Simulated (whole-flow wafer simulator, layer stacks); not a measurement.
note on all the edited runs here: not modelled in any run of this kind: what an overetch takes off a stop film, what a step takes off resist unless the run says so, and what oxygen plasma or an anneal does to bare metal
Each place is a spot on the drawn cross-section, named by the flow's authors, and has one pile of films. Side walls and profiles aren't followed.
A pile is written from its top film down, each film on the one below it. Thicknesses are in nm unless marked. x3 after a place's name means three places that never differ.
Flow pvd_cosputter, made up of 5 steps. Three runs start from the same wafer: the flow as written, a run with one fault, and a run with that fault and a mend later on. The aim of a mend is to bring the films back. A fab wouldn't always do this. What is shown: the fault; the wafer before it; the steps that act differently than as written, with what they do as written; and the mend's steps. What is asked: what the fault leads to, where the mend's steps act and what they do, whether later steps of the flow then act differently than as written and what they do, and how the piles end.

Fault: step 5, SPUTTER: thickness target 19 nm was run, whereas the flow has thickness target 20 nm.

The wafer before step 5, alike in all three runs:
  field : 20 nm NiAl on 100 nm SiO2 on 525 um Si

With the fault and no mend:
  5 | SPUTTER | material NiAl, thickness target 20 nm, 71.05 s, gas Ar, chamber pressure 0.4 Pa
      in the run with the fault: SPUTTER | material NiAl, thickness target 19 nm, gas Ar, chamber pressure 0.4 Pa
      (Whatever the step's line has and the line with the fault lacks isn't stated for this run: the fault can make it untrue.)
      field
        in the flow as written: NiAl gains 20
        in the run with the fault: NiAl gains 19
  None of the later steps of the flow acts differently than as written at any place that is followed.
  At field, the piles at the end differ from the flow's by more than 2% or 0.5 nm, whichever is larger.
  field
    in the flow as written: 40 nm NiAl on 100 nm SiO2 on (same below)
    in the run with the fault: 39 nm NiAl on 100 nm SiO2 on (same below)

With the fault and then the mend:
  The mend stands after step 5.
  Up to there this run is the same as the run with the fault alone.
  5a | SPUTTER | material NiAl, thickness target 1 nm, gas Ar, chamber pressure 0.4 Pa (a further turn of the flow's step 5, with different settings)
      field
        NiAl gains 1
  None of the later steps of the flow acts differently than as written at any place that is followed.
  By the end, the piles equal the flow's at every place that both follow.
